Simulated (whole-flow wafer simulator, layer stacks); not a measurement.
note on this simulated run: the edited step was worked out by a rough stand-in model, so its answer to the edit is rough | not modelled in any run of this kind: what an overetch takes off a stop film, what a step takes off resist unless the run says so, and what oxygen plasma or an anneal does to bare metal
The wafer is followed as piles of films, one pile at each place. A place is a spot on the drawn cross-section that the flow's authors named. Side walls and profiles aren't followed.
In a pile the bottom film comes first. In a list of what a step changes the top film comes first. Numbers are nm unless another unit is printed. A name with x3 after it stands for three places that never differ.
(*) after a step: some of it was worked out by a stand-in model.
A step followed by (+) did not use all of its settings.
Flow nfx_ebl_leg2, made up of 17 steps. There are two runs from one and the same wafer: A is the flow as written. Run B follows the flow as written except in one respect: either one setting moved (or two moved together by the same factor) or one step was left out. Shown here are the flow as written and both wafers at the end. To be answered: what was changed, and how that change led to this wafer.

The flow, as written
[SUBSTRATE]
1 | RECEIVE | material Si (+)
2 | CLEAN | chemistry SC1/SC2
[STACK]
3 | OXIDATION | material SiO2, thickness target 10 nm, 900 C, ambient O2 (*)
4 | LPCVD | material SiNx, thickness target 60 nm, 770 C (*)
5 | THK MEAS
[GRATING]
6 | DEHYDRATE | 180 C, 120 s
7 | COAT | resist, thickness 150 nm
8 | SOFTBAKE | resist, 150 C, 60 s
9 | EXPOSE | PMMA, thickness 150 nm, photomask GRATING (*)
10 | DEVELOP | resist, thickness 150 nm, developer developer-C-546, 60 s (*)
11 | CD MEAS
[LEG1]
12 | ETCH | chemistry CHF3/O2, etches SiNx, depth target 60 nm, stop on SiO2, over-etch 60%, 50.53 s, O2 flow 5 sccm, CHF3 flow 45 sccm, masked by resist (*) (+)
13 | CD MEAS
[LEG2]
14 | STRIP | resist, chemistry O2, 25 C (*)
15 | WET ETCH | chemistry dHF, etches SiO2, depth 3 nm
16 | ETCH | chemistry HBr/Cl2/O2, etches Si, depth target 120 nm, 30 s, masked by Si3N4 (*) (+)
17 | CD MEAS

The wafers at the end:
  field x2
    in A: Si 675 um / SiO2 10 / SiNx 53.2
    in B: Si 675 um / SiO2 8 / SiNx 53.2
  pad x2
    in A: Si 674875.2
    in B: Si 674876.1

Cause: step 3, OXIDATION: thickness target 8 nm was run, though the flow has thickness target 10 nm.
One can read it off the wafer: field x2 has SiO2 8, and step 3 as written asks for 10 nm.

Step by step, how the change led to this:
  3 | OXIDATION | material SiO2, thickness target 10 nm, 900 C, ambient O2 (*)
      field x2, pad x2: A SiO2 gains 10 (new film), chemical SiO2 loses 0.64 (all of it), Si loses 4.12 | B SiO2 gains 8 (new film), chemical SiO2 loses 0.64 (all of it), Si loses 3.24
  12 | ETCH | chemistry CHF3/O2, etches SiNx, depth target 60 nm, stop on SiO2, over-etch 60%, 50.53 s, O2 flow 5 sccm, CHF3 flow 45 sccm, masked by resist (*) (+)
      pad x2: A SiNx loses 60 (all of it), SiO2 loses 10 (all of it) | B SiNx loses 60 (all of it), SiO2 loses 8 (all of it)
